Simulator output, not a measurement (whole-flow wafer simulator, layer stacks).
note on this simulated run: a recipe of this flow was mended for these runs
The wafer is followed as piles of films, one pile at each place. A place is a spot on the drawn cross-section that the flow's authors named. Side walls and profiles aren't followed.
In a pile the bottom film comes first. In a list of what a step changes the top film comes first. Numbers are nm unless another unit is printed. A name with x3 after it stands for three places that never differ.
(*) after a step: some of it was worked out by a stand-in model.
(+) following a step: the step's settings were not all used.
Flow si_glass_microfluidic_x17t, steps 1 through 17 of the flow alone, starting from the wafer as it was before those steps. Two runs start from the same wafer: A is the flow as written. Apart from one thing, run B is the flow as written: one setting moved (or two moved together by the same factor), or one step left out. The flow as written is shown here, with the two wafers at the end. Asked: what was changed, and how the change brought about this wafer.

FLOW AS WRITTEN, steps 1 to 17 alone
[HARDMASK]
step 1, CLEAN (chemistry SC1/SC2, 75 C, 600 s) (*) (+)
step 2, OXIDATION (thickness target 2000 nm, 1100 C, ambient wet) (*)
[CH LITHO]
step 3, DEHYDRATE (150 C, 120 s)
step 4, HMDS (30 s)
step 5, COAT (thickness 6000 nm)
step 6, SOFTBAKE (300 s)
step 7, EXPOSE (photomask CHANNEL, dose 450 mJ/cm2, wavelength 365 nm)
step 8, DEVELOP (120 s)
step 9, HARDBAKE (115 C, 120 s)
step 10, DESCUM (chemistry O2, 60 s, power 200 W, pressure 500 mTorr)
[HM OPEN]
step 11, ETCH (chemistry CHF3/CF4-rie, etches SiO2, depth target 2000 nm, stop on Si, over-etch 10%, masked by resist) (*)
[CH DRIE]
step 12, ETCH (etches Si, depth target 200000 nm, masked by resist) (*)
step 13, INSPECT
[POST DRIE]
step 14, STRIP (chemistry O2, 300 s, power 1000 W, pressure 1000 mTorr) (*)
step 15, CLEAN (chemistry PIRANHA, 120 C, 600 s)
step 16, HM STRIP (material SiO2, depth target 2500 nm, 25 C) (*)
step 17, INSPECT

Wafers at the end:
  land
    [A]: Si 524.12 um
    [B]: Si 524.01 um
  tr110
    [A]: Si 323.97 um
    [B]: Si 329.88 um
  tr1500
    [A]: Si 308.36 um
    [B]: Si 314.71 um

What caused this: step 2, OXIDATION: thickness target 2240 nm was run, while the flow as written has thickness target 2000 nm.

How this came from the change, step by step:
  step 2, OXIDATION (thickness target 2000 nm, 1100 C, ambient wet) (*)
      land, tr110, tr1500, tr15: A +2000 SiO2 (new film), -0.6 chemical SiO2 (all of it), -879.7 Si | B +2240 SiO2 (new film), -0.6 chemical SiO2 (all of it), -985.3 Si
  step 11, ETCH (chemistry CHF3/CF4-rie, etches SiO2, depth target 2000 nm, stop on Si, over-etch 10%, masked by resist) (*)
      tr110, tr1500, tr15: A -2000 SiO2 (all of it), -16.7 Si | B -2200 SiO2
  step 12, ETCH (etches Si, depth target 200000 nm, masked by resist) (*)
      tr110: A -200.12 um Si | B -40 SiO2 (all of it), -194.12 um Si
      tr1500: A -215.73 um Si | B -40 SiO2 (all of it), -209.3 um Si
      (as well as at 1 more place)
  step 16, HM STRIP (material SiO2, depth target 2500 nm, 25 C) (*)
      land: A -2000 SiO2 (all of it) | B -2240 SiO2 (all of it)
